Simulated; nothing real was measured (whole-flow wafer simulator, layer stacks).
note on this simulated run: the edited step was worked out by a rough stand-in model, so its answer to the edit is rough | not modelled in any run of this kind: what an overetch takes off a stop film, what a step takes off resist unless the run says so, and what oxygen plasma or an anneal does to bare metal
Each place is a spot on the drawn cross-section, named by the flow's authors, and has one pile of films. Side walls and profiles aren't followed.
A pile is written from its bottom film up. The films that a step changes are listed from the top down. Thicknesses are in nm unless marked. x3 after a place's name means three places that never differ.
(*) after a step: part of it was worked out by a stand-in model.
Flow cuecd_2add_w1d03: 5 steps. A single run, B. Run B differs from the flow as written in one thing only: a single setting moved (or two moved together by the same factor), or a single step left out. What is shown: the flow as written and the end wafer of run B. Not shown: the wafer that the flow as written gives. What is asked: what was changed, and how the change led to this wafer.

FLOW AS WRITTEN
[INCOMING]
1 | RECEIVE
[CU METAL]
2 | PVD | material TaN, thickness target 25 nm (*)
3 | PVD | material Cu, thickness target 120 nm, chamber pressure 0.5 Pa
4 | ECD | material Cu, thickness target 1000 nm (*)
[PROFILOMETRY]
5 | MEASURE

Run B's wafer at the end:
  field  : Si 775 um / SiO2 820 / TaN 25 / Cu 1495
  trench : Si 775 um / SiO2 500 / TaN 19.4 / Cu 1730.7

Cause: step 4, ECD: thickness target 1375 nm was run, while the flow as written has thickness target 1000 nm.

The path from the change to this, step by step:
  4 | ECD | material Cu, thickness target 1000 nm (*)
      field: Cu gains 1375 (it would be, as written: Cu gains 1000)
      trench: Cu gains 1637.2 (it would be, as written: Cu gains 1226.8)
